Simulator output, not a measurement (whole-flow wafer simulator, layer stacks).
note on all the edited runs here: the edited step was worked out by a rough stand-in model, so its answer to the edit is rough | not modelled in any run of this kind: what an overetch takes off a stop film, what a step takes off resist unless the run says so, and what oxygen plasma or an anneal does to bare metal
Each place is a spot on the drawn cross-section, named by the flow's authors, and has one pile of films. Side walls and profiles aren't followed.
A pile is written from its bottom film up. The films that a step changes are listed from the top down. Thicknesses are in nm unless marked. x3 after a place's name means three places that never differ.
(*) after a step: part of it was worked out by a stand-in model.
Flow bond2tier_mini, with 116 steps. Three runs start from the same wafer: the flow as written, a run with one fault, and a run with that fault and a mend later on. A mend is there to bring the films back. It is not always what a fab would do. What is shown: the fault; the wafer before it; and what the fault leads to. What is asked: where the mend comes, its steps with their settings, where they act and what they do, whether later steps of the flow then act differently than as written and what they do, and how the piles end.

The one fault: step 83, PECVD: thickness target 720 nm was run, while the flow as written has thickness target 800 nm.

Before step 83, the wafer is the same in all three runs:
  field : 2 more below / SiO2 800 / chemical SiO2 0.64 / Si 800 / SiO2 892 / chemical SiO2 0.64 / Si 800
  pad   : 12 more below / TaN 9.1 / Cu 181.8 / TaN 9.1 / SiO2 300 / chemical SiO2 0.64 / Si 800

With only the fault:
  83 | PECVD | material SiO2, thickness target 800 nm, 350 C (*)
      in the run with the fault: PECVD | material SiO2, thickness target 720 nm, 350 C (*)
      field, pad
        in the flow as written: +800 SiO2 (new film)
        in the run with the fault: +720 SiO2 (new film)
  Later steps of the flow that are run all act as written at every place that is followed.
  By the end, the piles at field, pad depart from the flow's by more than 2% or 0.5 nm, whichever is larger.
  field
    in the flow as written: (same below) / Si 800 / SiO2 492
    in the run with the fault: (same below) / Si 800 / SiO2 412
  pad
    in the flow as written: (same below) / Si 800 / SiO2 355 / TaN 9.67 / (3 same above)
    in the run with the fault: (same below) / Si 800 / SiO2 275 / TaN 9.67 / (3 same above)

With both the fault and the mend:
  The mend stands after step 83.
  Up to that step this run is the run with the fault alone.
  83a | PECVD | material SiO2, thickness target 80 nm, 350 C (a further turn of the flow's step 83, with different settings)
      field, pad
        +80 SiO2
  Later steps of the flow that are run all act as written at every place that is followed.
  The piles end the same as the flow's at every place that both follow.
